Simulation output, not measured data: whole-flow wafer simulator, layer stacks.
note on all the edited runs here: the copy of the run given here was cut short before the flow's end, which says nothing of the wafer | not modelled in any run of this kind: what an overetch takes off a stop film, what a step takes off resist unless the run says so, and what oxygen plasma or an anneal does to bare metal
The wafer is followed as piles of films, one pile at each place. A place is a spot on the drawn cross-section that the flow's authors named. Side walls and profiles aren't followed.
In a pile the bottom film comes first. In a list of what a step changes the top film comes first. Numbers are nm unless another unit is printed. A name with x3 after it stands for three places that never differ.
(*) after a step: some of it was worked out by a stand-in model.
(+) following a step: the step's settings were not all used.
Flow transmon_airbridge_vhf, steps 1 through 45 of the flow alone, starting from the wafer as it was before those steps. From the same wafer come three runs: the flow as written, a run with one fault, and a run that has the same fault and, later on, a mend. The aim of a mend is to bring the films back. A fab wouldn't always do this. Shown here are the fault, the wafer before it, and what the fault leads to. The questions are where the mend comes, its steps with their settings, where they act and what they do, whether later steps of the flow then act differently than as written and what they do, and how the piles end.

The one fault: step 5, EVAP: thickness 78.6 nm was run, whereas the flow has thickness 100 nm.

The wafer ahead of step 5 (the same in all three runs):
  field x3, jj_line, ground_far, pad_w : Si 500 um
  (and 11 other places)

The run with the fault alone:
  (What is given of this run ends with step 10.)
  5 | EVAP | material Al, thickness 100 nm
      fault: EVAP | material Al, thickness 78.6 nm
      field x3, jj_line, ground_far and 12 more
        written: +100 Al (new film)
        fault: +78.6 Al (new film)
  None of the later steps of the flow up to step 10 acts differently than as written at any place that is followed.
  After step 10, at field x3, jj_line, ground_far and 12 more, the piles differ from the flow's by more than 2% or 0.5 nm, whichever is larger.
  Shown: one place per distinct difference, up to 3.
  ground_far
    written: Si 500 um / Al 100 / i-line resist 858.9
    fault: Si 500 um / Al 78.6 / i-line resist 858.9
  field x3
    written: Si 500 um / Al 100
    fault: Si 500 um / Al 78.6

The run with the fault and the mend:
  The mend stands after step 10.
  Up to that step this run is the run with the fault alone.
  10a | STRIP | i-line resist, 80 C, 600 s (+)
      ground_far, pad_w, flank_w and 8 more
        -858.9 i-line resist (all of it)
  10b | EVAP | material Al, thickness 21.4 nm (the flow's step 5 again, with other settings)
      field x3, jj_line, ground_far and 12 more
        +21.4 Al
  10c | COAT | i-line resist, thickness 900 nm (the flow's step 6 again)
      field x3, jj_line, ground_far and 12 more
        +900 i-line resist (new film)
  10d | SOFTBAKE | i-line resist, 90 C, 90 s (the flow's step 7 again)
      leaves every film unchanged at each place that is followed
  10e | EXPOSE | i-line resist, thickness 900 nm, photomask AB CPW, dose 155.4 mJ/cm2, NA 0.45, wavelength 365 nm (*) (the flow's step 8 again)
      leaves every film unchanged at each place that is followed
  10f | PEB | i-line resist, 110 C, 60 s (the flow's step 9 again)
      field x3, jj_line, ground_far and 12 more
        -41 i-line resist
  10g | DEVELOP | i-line resist, thickness 900 nm, developer developer-B, 60 s (the flow's step 10 again)
      ground_far, pad_w, flank_w and 8 more
        -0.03 i-line resist
      field x3, jj_line, gap_w, gap_e
        -859 i-line resist (all of it)
  None of the later steps of the flow acts differently than as written at any place that is followed.
  By the end, the piles equal the flow's at every place that both follow.
